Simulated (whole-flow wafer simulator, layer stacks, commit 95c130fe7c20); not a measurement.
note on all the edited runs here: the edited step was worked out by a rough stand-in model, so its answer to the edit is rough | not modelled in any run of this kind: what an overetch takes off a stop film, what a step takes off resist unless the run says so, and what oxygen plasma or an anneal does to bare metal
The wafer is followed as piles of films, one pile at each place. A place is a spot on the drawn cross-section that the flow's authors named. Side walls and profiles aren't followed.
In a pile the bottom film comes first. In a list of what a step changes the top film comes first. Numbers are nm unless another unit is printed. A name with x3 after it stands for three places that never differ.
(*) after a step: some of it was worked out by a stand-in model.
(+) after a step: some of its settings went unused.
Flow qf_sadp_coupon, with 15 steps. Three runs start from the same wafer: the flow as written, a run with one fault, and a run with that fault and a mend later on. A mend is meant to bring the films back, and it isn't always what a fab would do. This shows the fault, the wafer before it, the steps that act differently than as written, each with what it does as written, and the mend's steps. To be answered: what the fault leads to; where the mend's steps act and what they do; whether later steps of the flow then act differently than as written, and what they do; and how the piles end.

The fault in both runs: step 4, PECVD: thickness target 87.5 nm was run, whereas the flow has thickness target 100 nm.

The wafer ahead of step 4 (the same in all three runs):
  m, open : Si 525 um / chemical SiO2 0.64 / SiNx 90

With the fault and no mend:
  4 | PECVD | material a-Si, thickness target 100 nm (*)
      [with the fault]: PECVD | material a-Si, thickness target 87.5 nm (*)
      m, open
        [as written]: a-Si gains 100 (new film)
        [with the fault]: a-Si gains 87.5 (new film)
  Steps further on in the flow that do not act as written:
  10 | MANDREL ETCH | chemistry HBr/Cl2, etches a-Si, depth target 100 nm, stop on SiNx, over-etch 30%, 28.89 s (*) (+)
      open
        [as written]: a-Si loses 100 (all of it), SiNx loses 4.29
        [with the fault]: a-Si loses 87.5 (all of it), SiNx loses 6.07
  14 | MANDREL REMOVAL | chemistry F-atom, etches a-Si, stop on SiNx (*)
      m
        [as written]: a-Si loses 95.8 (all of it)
        [with the fault]: a-Si loses 83.3 (all of it)
  The piles end different from the flow's at open by more than 2% or 0.5 nm, whichever is larger.
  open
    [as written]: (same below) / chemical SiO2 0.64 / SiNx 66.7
    [with the fault]: (same below) / chemical SiO2 0.64 / SiNx 64.9

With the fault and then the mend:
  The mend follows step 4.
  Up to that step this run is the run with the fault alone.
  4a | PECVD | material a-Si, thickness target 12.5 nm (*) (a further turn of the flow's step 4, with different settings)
      m, open
        a-Si gains 12.5
  Later steps of the flow that are run all act as written at every place that is followed.
  By the end, the piles equal the flow's at every place that both follow.
